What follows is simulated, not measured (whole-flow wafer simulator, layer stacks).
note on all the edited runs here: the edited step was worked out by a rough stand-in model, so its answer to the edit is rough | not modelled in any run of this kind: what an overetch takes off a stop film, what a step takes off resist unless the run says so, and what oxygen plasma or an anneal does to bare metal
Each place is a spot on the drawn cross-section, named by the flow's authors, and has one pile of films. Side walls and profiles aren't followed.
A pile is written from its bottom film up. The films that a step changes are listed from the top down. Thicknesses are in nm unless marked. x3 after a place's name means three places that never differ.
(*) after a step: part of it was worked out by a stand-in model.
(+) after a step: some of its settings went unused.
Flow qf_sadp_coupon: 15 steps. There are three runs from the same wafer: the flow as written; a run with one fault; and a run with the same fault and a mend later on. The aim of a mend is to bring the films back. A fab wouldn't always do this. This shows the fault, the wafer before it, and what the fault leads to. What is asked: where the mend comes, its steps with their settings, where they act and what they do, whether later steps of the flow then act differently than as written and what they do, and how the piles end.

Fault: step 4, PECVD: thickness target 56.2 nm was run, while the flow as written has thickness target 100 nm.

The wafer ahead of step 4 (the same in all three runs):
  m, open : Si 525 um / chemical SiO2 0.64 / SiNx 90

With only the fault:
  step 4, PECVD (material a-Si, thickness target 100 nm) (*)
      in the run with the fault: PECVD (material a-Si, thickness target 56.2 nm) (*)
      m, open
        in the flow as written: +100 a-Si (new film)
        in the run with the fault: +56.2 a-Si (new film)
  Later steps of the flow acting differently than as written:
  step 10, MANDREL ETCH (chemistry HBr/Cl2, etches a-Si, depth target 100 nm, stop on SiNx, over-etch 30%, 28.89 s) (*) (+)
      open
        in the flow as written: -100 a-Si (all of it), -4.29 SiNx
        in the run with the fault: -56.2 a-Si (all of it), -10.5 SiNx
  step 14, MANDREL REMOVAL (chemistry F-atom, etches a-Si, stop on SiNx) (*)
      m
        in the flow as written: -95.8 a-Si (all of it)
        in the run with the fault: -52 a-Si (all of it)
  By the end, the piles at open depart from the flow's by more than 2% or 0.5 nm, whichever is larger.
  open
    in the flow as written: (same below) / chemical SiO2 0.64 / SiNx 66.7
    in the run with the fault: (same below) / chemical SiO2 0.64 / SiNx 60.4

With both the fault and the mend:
  After step 4 comes the mend.
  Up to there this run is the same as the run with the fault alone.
  step 4a, PECVD (material a-Si, thickness target 43.8 nm) (*) (a further turn of the flow's step 4, with different settings)
      m, open
        +43.8 a-Si
  Every later step of the flow that is run acts as written at every place that is followed.
  By the end, the piles equal the flow's at every place that both follow.
